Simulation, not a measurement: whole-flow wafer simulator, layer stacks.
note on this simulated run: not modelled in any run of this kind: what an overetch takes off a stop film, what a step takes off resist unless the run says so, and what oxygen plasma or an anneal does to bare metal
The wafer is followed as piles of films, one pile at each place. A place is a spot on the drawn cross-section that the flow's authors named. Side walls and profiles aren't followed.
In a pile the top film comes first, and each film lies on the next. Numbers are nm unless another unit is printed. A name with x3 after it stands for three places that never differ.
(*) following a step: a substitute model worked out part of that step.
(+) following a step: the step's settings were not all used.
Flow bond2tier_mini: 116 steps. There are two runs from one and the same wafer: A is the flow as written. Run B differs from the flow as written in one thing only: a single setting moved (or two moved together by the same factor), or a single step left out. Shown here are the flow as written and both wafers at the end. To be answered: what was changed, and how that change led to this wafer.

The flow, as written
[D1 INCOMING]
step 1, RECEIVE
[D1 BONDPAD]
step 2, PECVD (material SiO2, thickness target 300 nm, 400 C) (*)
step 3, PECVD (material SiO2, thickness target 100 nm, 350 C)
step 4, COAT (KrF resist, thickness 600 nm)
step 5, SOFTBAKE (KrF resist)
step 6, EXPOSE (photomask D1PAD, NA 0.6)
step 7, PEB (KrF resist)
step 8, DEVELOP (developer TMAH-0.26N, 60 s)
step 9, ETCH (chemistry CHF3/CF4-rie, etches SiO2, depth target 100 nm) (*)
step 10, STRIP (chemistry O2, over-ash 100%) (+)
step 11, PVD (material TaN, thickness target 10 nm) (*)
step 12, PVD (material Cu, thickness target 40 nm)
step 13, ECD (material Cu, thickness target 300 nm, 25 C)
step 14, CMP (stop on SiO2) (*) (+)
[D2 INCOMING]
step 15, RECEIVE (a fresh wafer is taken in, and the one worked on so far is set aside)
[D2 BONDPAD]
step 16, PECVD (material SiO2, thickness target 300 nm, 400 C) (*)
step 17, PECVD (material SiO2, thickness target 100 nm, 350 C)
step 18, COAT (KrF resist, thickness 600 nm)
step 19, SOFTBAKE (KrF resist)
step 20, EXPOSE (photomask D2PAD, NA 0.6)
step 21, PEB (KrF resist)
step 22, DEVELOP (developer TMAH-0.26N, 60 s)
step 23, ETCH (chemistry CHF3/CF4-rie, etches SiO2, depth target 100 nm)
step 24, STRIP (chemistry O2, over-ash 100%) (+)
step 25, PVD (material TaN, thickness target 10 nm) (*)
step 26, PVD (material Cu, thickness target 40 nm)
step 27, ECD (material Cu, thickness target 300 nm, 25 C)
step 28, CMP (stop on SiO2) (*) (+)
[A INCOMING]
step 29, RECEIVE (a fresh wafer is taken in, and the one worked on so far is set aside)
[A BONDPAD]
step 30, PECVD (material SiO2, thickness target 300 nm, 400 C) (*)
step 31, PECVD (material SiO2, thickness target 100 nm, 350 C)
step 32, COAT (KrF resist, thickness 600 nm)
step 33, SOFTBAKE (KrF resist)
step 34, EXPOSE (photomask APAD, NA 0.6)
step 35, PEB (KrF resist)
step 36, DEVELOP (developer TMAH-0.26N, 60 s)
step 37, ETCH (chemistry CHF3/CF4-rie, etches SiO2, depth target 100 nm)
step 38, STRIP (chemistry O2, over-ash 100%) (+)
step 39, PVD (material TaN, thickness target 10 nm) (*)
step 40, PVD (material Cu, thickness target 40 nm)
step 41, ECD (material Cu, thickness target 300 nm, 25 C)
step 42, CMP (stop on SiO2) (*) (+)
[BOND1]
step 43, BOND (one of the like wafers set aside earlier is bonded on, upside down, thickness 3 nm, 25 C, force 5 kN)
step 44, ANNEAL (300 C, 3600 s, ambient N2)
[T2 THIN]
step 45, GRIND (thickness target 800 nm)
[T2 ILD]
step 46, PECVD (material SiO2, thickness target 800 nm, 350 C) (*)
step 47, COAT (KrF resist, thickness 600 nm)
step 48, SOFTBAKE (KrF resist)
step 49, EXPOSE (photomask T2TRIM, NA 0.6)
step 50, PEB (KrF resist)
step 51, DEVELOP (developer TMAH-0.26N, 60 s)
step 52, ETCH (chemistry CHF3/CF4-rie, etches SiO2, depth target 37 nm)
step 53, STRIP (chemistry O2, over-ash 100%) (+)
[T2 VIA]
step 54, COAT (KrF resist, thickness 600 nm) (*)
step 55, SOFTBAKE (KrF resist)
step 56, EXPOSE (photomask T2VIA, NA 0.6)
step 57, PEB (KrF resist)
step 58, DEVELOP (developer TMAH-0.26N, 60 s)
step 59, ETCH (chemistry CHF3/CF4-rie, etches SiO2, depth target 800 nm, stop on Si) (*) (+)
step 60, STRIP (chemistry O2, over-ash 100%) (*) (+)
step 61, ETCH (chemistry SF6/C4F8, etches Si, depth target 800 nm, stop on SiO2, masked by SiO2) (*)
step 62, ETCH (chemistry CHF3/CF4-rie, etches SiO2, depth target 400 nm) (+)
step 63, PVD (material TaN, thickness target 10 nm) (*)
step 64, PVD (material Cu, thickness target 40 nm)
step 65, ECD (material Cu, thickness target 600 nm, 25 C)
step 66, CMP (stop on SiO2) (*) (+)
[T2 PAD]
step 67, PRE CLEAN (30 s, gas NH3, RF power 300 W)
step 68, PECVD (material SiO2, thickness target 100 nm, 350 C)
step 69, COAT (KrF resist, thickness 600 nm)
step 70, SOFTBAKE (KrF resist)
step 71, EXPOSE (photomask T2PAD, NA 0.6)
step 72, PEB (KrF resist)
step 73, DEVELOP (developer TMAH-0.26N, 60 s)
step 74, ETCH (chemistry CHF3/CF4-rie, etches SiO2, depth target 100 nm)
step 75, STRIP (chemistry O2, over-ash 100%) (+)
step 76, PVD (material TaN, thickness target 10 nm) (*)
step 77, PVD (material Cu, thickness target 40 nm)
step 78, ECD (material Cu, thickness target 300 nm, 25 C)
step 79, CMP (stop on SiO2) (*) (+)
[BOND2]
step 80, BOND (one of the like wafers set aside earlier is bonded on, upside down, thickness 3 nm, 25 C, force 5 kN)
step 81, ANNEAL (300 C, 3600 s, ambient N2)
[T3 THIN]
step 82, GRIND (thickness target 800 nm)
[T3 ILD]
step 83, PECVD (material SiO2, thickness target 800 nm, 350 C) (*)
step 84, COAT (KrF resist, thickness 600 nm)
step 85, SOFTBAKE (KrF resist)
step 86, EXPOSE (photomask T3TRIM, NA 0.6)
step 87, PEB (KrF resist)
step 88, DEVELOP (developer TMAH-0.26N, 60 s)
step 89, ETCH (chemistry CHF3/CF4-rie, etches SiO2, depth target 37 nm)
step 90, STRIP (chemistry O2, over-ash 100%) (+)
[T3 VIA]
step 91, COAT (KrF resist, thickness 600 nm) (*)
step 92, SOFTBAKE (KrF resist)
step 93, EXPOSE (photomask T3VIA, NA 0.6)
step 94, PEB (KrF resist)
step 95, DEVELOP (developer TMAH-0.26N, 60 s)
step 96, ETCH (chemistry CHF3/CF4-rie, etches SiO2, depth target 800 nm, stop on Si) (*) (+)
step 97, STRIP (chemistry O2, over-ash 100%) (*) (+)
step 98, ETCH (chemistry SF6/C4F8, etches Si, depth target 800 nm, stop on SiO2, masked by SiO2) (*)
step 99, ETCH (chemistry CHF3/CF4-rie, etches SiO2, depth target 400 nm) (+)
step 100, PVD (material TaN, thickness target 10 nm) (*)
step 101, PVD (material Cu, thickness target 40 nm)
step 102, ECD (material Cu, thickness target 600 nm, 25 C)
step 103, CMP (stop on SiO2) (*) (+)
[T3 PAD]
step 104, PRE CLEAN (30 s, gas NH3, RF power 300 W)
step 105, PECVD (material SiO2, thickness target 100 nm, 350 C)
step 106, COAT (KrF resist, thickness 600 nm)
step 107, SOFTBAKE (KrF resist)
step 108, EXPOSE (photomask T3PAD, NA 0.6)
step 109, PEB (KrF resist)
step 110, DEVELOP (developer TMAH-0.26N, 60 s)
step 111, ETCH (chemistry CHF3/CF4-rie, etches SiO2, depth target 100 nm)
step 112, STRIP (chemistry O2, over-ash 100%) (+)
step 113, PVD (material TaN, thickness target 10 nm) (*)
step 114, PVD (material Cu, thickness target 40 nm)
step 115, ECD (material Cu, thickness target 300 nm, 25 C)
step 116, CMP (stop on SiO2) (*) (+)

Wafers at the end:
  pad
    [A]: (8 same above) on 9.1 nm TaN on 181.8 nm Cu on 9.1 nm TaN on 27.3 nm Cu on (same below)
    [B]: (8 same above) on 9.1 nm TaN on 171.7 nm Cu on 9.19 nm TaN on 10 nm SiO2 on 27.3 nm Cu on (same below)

Cause: step 74, ETCH: depth target 90 nm was run, while the flow as written has depth target 100 nm.

Step by step, how the change led to this:
  step 74, ETCH (chemistry CHF3/CF4-rie, etches SiO2, depth target 100 nm)
      pad: A SiO2 loses 100 (all of it) | B SiO2 loses 90
      field: A KrF resist loses 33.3 | B KrF resist loses 30
  step 78, ECD (material Cu, thickness target 300 nm, 25 C)
      pad: A Cu gains 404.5 | B Cu gains 394.1
Taking metal films that touch as one body, pad has 4 bodies (between them, from the top down: SiO2 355 / Si 800 / chemical SiO2 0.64 / SiO2 300; SiO2 10; SiO2 355 / Si 800 / chemical SiO2 0.64 / SiO2 300); the flow as written gives 3 bodies (between them, from the top down: SiO2 355 / Si 800 / chemical SiO2 0.64 / SiO2 300; SiO2 355 / Si 800 / chemical SiO2 0.64 / SiO2 300).
